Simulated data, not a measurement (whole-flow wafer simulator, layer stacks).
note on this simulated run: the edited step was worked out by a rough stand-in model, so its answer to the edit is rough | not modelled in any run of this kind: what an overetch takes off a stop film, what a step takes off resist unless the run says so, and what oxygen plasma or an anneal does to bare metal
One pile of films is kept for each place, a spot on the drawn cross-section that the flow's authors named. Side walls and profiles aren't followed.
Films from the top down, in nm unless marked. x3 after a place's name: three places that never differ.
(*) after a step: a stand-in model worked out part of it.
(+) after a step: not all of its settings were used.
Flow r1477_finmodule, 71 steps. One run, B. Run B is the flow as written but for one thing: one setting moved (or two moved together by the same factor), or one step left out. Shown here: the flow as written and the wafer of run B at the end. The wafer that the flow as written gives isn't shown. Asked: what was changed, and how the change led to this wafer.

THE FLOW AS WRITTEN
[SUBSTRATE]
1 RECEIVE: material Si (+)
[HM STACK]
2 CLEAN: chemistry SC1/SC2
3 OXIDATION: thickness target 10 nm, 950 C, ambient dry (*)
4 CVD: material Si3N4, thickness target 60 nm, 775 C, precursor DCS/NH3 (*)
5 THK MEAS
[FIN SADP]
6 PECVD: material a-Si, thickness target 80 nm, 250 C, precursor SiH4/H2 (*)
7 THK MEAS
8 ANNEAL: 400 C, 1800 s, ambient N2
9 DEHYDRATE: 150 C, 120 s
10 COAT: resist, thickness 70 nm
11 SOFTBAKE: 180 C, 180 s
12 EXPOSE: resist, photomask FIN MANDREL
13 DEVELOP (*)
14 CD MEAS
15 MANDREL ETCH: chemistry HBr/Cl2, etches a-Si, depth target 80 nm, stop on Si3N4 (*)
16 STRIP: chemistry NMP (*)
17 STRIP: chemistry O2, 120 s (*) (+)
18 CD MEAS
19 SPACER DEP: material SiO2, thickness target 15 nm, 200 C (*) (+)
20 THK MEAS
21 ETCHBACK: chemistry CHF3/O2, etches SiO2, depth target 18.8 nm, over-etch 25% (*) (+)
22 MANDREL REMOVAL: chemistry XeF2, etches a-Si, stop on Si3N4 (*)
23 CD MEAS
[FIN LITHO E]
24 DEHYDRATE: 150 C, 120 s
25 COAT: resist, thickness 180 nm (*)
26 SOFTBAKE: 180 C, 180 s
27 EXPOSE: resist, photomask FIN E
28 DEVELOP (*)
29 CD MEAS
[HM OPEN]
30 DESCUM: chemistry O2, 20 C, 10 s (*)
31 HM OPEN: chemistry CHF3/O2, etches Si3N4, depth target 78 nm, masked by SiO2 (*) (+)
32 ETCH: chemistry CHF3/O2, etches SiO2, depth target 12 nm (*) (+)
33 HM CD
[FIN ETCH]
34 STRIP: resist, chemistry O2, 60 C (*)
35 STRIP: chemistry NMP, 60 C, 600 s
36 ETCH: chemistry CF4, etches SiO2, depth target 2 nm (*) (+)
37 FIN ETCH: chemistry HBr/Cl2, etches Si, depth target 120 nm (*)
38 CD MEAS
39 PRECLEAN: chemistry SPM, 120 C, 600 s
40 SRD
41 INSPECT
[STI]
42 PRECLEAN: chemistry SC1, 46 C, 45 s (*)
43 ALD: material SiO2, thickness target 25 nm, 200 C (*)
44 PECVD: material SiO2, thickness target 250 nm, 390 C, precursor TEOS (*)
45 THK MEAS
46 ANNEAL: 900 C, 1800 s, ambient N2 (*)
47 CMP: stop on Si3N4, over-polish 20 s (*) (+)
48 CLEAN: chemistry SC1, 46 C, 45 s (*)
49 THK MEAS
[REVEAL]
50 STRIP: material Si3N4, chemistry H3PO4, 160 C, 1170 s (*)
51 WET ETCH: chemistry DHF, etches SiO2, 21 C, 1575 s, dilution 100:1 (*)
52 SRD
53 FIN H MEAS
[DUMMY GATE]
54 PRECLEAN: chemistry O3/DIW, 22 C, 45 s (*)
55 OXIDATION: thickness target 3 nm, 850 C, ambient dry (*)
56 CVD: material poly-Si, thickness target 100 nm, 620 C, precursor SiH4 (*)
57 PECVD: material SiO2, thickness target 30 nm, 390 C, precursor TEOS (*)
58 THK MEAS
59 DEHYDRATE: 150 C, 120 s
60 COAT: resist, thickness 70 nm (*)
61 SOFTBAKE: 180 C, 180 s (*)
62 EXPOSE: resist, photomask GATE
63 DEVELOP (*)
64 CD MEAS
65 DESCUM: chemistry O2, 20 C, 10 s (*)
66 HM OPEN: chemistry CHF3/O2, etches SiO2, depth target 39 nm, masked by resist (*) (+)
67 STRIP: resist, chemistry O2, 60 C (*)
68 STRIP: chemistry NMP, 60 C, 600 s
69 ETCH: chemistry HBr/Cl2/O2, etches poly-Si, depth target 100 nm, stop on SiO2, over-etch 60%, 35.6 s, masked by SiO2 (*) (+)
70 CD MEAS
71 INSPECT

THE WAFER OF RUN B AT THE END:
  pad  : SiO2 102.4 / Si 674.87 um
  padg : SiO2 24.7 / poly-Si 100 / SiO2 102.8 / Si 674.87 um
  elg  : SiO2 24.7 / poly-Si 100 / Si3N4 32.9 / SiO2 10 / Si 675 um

The cause: step 36, ETCH: depth target 1 nm was run, where the flow has depth target 2 nm.

How the change led to this, step by step:
  36 ETCH: chemistry CF4, etches SiO2, depth target 2 nm (*) (+)
      pad, padg, esg and 19 more: chemical SiO2 -1 (as written it would be: chemical SiO2 -1.45 (all of it), Si -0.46)
      elg, e40lg, e100lg, e200lg, elo, e40lo, e100lo, e200lo: Si3N4 -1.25 (as written it would be: Si3N4 -2.5)
      (and at 6 more places)
  51 WET ETCH: chemistry DHF, etches SiO2, 21 C, 1575 s, dilution 100:1 (*)
      elg, e40lg, e100lg, e200lg, elo, e40lo, e100lo, e200lo: SiO2 -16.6 (all of it), Si3N4 -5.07 (as written it would be: SiO2 -17.8 (all of it), Si3N4 -4.97)
